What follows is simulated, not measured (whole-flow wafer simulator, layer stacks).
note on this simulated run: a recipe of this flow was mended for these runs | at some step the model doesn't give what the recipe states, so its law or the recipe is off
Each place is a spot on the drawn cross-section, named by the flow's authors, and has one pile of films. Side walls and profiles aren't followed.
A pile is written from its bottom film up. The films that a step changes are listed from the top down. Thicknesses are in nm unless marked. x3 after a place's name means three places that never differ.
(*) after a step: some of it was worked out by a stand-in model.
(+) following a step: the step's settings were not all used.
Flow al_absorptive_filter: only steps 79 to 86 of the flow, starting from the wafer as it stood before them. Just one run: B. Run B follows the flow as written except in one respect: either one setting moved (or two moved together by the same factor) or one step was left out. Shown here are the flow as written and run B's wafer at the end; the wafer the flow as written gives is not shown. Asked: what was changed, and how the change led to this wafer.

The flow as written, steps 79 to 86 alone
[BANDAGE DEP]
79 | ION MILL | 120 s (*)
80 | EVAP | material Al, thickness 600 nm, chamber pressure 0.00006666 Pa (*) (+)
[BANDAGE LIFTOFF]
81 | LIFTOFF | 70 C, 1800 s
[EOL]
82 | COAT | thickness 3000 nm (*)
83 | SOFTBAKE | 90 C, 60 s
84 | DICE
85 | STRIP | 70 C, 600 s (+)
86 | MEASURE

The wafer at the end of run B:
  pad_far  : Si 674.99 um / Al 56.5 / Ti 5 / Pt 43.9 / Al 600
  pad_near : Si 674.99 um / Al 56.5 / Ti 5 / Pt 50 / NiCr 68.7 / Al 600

The reason: step 79, ION MILL: 50 s was run, though the flow has 120 s.

Step by step, how the change led to this:
  79 | ION MILL | 120 s (*)
      gnd, ledge, res and 9 more: -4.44 i-line-resist (in the flow as written it would be: -10.7 i-line-resist)
      pad_far: -6.11 Pt (in the flow as written it would be: -14.7 Pt)
      (and at 1 other place as well)
